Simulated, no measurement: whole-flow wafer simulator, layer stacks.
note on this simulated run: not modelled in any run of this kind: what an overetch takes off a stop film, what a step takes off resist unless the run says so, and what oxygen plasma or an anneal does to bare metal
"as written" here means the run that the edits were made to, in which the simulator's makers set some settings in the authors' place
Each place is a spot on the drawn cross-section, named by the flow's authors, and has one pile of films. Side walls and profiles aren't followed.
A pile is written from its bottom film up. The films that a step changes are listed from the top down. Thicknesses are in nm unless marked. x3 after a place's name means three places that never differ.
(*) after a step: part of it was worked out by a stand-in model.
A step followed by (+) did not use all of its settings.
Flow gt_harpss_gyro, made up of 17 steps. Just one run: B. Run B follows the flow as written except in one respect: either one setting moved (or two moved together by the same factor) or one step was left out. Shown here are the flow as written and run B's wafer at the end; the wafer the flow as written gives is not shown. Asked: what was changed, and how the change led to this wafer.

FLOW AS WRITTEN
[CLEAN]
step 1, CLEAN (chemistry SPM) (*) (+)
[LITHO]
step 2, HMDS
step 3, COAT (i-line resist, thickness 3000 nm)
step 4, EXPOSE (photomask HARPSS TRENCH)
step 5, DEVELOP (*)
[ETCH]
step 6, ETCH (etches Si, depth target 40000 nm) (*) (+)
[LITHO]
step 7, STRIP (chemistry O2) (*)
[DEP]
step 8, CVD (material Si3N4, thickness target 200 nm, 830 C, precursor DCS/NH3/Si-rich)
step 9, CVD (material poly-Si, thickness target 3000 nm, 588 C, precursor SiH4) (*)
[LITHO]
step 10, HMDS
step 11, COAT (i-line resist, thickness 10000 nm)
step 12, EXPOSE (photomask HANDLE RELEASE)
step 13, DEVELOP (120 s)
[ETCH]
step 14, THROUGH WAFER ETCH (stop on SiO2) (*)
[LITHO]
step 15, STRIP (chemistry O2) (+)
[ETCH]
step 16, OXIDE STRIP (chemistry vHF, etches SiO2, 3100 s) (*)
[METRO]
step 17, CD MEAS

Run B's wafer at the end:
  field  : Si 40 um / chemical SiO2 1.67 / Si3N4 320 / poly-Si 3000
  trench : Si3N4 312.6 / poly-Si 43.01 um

The reason: step 8, CVD: thickness target 320 nm was run, while the flow as written has thickness target 200 nm.
The wafer lets one read it off: field has Si3N4 320, and step 8 as written asks for 200 nm.

The path from the change to this, step by step:
  step 8, CVD (material Si3N4, thickness target 200 nm, 830 C, precursor DCS/NH3/Si-rich)
      field: +320 Si3N4 (new film) (as written it would have been: +200 Si3N4 (new film))
      trench: +312.6 Si3N4 (new film) (as written it would have been: +195.9 Si3N4 (new film))
